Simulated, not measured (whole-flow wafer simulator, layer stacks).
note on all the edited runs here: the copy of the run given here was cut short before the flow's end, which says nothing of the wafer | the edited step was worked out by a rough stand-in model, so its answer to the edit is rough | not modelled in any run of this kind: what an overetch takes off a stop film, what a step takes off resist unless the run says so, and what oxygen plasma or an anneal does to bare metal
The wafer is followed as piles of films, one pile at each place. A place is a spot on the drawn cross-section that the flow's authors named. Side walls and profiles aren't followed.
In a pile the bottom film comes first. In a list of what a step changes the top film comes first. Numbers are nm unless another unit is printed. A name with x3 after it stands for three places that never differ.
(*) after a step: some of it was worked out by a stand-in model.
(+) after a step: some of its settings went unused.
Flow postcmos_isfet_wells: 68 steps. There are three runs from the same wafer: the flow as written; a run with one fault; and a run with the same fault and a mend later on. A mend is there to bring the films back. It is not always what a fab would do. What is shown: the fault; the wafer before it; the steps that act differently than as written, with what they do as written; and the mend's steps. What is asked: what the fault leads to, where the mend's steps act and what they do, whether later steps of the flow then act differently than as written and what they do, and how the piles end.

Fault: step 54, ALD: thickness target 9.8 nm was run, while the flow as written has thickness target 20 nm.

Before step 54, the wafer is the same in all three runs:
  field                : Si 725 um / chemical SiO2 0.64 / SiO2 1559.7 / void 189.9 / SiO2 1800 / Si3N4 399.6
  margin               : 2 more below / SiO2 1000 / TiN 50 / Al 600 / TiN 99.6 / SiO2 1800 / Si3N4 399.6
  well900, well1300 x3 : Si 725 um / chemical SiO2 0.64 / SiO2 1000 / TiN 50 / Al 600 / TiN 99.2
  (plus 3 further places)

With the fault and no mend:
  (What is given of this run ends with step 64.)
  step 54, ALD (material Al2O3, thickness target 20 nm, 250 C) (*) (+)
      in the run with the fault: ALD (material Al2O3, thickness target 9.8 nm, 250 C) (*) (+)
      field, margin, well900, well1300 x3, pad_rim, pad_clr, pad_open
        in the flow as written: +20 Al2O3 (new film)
        in the run with the fault: +9.8 Al2O3 (new film)
  Every later step of the flow up to step 64 that is run acts as written, at every place that is followed, to within 2% or 0.5 nm, whichever is larger.
  The piles after step 64 differ from the flow's at field, margin, pad_rim, pad_clr, pad_open by more than 2% or 0.5 nm, whichever is larger.
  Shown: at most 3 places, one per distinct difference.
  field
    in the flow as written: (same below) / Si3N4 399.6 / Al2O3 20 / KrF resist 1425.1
    in the run with the fault: (same below) / Si3N4 399.6 / Al2O3 9.8 / KrF resist 1399.8
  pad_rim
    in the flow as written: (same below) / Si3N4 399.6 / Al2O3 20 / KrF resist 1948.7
    in the run with the fault: (same below) / Si3N4 399.6 / Al2O3 9.8 / KrF resist 1949
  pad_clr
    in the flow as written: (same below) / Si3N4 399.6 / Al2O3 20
    in the run with the fault: (same below) / Si3N4 399.6 / Al2O3 9.8

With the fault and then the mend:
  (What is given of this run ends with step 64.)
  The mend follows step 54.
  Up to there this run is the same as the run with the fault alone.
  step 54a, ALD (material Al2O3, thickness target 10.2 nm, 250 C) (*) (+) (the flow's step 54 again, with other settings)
      field, margin, well900, well1300 x3, pad_rim, pad_clr, pad_open
        +10.2 Al2O3
  Every later step of the flow up to step 64 that is run acts as written at every place that is followed.
  The piles after step 64 are the same as the flow's at every place that both follow.
